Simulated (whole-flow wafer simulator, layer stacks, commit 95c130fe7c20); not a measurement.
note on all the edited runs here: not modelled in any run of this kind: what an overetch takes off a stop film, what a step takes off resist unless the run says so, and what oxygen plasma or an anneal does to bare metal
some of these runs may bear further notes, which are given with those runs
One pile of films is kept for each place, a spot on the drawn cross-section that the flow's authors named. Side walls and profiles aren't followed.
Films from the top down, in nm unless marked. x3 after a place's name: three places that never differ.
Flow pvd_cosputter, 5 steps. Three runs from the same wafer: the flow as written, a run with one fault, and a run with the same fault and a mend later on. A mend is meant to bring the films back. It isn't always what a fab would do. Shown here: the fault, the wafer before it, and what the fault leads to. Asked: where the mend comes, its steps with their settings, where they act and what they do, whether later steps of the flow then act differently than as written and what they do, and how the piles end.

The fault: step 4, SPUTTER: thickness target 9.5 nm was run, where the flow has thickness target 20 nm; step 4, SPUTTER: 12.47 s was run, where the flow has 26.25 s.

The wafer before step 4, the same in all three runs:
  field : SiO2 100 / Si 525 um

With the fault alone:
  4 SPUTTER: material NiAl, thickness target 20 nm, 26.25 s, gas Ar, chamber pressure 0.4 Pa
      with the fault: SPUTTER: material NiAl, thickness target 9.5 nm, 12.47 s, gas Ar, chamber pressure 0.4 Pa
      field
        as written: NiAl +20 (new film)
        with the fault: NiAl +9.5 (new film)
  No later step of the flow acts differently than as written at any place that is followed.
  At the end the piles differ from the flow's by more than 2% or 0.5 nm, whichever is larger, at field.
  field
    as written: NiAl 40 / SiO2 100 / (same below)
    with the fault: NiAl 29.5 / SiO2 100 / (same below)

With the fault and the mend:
  The mend comes after step 4.
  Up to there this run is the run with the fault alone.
  4a SPUTTER: material NiAl, thickness target 10.5 nm, 13.78 s, gas Ar, chamber pressure 0.4 Pa (the flow's step 4 once more, with other settings)
      field
        NiAl +10.5
  No later step of the flow acts differently than as written at any place that is followed.
  At the end the piles are the same as the flow's at every place that both follow.
